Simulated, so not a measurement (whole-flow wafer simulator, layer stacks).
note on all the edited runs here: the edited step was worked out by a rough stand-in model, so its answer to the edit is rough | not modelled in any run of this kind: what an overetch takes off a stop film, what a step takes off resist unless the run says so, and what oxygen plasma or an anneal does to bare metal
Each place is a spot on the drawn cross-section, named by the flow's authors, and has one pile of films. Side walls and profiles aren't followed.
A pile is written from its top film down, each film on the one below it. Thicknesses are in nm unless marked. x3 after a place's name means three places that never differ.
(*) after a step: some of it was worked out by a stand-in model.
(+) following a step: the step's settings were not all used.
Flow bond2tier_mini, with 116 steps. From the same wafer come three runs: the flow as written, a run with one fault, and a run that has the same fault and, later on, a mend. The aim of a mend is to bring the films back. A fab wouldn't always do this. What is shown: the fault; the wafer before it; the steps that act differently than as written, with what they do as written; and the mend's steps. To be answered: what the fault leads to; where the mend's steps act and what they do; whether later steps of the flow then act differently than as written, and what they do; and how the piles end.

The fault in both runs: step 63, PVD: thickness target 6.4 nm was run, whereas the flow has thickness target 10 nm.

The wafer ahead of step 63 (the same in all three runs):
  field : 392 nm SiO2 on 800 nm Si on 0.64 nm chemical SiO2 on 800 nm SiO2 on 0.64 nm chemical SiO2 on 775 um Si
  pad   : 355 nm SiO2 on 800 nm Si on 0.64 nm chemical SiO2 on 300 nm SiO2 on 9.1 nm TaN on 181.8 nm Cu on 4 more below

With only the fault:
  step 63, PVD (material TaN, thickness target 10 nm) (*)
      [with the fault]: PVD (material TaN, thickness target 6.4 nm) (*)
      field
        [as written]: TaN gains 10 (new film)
        [with the fault]: TaN gains 6.4 (new film)
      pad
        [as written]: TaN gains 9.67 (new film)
        [with the fault]: TaN gains 6.19 (new film)
  Steps further on in the flow that do not act as written (1 more step, not shown, differs only slightly: by at most 2% or 0.5 nm, whichever is larger):
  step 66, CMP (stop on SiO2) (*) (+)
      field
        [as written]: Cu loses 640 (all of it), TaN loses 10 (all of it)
        [with the fault]: Cu loses 640 (all of it), TaN loses 6.4 (all of it)
  The piles end different from the flow's at pad by more than 2% or 0.5 nm, whichever is larger.
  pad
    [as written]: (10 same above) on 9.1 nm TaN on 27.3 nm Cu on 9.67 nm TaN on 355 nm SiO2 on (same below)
    [with the fault]: (10 same above) on 9.1 nm TaN on 30.8 nm Cu on 6.19 nm TaN on 355 nm SiO2 on (same below)

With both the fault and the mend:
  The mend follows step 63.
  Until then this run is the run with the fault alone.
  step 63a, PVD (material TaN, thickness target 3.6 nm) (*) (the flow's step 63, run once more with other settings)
      field
        TaN gains 3.6
      pad
        TaN gains 3.48
  None of the later steps of the flow acts differently than as written at any place that is followed.
  The piles end the same as the flow's at every place that both follow.
